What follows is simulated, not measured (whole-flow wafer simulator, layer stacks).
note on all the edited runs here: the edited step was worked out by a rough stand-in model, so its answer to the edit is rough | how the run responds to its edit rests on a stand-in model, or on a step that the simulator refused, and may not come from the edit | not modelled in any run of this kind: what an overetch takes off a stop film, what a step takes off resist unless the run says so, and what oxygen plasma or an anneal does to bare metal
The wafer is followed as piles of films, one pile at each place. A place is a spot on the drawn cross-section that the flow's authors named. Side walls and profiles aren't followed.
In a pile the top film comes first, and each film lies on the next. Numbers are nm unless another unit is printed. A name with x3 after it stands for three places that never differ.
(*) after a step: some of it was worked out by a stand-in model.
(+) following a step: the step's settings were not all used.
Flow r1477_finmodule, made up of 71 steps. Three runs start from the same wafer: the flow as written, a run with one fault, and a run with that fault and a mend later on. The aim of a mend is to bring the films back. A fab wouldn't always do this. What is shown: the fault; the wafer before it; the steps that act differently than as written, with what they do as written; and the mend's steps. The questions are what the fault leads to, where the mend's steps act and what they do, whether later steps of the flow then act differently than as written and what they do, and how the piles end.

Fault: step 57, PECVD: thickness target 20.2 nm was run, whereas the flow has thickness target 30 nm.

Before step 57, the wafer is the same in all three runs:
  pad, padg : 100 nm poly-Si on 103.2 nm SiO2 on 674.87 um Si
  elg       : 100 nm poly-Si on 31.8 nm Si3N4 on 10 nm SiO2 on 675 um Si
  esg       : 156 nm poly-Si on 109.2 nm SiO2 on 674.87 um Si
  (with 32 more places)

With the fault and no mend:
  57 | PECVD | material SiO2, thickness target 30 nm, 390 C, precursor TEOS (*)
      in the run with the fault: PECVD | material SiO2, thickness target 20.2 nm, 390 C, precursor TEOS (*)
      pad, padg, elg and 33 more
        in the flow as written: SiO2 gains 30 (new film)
        in the run with the fault: SiO2 gains 20.2 (new film)
  Steps later in the flow that act otherwise than as written (3 other steps are not shown; they differ only slightly, by no more than 2% or 0.5 nm, whichever is larger):
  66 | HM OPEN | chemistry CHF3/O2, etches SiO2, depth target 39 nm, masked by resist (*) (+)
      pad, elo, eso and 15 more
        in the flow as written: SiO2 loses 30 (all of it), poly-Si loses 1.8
        in the run with the fault: SiO2 loses 20.2 (all of it), poly-Si loses 2.02
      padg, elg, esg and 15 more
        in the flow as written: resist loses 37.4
        in the run with the fault: resist loses 29
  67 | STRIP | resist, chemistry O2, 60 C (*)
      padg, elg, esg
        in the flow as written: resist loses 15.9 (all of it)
        in the run with the fault: resist loses 24.2 (all of it)
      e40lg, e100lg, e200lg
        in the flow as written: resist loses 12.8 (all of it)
        in the run with the fault: resist loses 21.1 (all of it)
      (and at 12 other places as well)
  At padg, elg, esg and 15 more, the piles at the end differ from the flow's by more than 2% or 0.5 nm, whichever is larger.
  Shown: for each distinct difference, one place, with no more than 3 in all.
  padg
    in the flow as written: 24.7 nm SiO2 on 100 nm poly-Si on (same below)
    in the run with the fault: 14.9 nm SiO2 on 100 nm poly-Si on (same below)
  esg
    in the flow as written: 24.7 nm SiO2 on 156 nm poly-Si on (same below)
    in the run with the fault: 14.9 nm SiO2 on 156 nm poly-Si on (same below)
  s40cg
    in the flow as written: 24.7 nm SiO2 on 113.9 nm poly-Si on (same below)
    in the run with the fault: 14.9 nm SiO2 on 113.9 nm poly-Si on (same below)

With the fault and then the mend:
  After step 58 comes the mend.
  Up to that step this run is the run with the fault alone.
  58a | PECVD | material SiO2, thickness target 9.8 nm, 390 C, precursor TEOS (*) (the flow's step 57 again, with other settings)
      pad, padg, elg and 33 more
        SiO2 gains 9.8
  None of the later steps of the flow acts differently than as written at any place that is followed.
  By the end, the piles equal the flow's at every place that both follow.
